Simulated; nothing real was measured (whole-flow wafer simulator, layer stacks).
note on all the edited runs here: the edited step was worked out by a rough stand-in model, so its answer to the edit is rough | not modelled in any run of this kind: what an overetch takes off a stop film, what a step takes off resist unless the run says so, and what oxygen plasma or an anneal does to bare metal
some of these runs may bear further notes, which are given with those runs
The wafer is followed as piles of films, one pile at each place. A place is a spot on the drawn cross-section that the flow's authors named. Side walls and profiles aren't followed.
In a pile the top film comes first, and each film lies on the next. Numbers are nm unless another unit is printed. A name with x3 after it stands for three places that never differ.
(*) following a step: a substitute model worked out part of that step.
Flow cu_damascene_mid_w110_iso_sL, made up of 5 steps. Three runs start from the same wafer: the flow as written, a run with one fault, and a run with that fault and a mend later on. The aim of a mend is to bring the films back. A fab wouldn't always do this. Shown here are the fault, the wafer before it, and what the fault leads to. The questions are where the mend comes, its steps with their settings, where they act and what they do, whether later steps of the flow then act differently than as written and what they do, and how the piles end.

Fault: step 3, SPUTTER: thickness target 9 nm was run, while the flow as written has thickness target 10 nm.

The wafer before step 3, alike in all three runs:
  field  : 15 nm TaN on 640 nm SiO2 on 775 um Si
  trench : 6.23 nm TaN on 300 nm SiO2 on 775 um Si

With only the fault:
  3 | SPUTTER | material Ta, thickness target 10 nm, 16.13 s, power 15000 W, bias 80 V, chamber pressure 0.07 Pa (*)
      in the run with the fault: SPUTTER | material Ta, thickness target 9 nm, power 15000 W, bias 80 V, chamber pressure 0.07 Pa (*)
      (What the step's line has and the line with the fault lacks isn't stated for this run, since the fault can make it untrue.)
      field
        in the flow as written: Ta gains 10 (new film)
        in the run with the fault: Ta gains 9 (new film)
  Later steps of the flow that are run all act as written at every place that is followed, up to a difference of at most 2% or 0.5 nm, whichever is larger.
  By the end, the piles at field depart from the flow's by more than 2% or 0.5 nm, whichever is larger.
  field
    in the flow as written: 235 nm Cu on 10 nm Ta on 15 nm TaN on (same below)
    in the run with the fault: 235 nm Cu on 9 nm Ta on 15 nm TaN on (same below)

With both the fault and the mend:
  After step 3 comes the mend.
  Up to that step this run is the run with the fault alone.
  3a | SPUTTER | material Ta, thickness target 1 nm, power 15000 W, bias 80 V, chamber pressure 0.07 Pa (*) (a further turn of the flow's step 3, with different settings)
      field
        Ta gains 1
      trench
        Ta gains 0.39
  Later steps of the flow that are run all act as written at every place that is followed.
  The piles end only slightly different from the flow's at the places that both follow, by no more than 2% or 0.5 nm, whichever is larger.
